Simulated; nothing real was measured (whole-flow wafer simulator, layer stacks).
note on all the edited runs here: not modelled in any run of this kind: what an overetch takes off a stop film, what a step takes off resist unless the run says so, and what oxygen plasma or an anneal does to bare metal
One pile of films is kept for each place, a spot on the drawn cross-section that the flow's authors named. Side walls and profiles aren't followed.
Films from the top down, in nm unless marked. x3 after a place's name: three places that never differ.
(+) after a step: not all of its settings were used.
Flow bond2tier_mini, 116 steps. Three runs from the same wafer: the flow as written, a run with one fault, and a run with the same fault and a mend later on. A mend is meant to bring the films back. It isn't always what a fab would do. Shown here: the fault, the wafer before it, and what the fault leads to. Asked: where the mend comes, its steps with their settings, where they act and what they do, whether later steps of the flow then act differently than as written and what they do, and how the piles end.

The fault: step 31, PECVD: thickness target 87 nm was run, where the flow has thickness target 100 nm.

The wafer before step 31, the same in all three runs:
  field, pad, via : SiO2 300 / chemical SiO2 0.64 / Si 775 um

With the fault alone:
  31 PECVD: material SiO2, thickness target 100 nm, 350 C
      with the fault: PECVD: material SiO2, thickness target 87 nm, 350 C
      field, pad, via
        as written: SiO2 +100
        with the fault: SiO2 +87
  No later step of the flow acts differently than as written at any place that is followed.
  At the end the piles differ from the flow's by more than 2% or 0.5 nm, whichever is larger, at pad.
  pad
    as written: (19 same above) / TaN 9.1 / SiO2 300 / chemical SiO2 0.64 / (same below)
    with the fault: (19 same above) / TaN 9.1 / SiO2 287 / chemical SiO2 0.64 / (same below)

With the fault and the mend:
  The mend comes after step 36.
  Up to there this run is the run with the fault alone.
  36a STRIP: chemistry O2, over-ash 100% (+)
      field
        KrF resist -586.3 (all of it)
  36b PECVD: material SiO2, thickness target 13 nm, 350 C (the flow's step 31 once more, with other settings)
      field, pad, via
        SiO2 +13
  36c COAT: KrF resist, thickness 600 nm (the flow's step 32 once more)
      field, pad, via
        KrF resist +600 (new film)
  36d SOFTBAKE: KrF resist (the flow's step 33 once more)
      changes no film at any place that is followed
  36e EXPOSE: photomask APAD, NA 0.6 (the flow's step 34 once more)
      changes no film at any place that is followed
  36f PEB: KrF resist (the flow's step 35 once more)
      changes no film at any place that is followed
  36g DEVELOP: developer TMAH-0.26N, 60 s (the flow's step 36 once more)
      pad, via
        KrF resist -600 (all of it)
      field
        KrF resist -13.7
  No later step of the flow acts differently than as written at any place that is followed.
  At the end the piles are the same as the flow's at every place that both follow.
